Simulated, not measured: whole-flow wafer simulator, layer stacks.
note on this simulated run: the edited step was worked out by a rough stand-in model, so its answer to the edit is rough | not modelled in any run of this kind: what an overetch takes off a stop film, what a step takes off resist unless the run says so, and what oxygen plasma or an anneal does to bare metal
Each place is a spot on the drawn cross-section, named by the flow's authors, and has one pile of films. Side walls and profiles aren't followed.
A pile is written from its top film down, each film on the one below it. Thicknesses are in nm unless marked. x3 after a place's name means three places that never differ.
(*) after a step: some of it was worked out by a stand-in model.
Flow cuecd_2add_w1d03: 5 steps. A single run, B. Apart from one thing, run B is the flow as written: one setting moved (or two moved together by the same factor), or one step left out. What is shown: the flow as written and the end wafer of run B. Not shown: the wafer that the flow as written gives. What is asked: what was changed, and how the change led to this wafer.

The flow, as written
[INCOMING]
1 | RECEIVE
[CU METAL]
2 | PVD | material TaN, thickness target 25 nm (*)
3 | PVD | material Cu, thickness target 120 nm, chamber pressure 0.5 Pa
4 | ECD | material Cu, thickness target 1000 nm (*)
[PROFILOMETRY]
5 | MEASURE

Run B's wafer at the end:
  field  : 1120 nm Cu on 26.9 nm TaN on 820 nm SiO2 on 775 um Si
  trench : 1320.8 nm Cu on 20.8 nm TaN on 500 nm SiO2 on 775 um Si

The reason: step 2, PVD: thickness target 26.9 nm was run, whereas the flow has thickness target 25 nm.
The wafer itself shows it: field has TaN 26.9, and step 2 as written asks for 25 nm.

Step by step, how the change led to this:
  2 | PVD | material TaN, thickness target 25 nm (*)
      field: +26.9 TaN (new film) (as written it would have been: +25 TaN (new film))
      trench: +20.8 TaN (new film) (as written it would have been: +19.4 TaN (new film))
